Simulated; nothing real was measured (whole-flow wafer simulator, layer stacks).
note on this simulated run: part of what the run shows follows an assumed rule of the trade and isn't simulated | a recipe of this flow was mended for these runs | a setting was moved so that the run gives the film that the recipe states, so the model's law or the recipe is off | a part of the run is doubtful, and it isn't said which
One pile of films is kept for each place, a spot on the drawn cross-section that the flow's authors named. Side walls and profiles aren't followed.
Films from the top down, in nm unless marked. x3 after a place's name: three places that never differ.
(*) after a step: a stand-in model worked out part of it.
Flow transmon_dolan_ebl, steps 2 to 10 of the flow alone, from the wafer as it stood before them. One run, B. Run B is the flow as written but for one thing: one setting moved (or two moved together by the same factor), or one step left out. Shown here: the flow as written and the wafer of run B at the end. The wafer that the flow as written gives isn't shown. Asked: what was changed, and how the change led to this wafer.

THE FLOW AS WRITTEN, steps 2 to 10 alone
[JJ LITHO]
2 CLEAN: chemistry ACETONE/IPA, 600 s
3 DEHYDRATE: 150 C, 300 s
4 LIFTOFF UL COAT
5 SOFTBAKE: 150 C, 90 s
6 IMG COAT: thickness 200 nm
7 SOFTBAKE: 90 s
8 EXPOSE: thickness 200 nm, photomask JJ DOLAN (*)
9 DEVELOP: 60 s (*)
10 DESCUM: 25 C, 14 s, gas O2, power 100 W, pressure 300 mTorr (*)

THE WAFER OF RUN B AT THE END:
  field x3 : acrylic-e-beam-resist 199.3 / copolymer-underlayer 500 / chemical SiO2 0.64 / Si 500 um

The cause: step 6, IMG COAT: thickness 214 nm was run, where the flow has thickness 200 nm; step 8, EXPOSE: thickness 214 nm was run, where the flow has thickness 200 nm.

How the change led to this, step by step:
  6 IMG COAT: thickness 200 nm
      field x3, jj_line: acrylic-e-beam-resist +214 (new film) (as written it would be: acrylic-e-beam-resist +200 (new film))
  9 DEVELOP: 60 s (*)
      jj_line: acrylic-e-beam-resist -214 (all of it), copolymer-underlayer -500 (all of it) (as written it would be: acrylic-e-beam-resist -200 (all of it), copolymer-underlayer -500 (all of it))
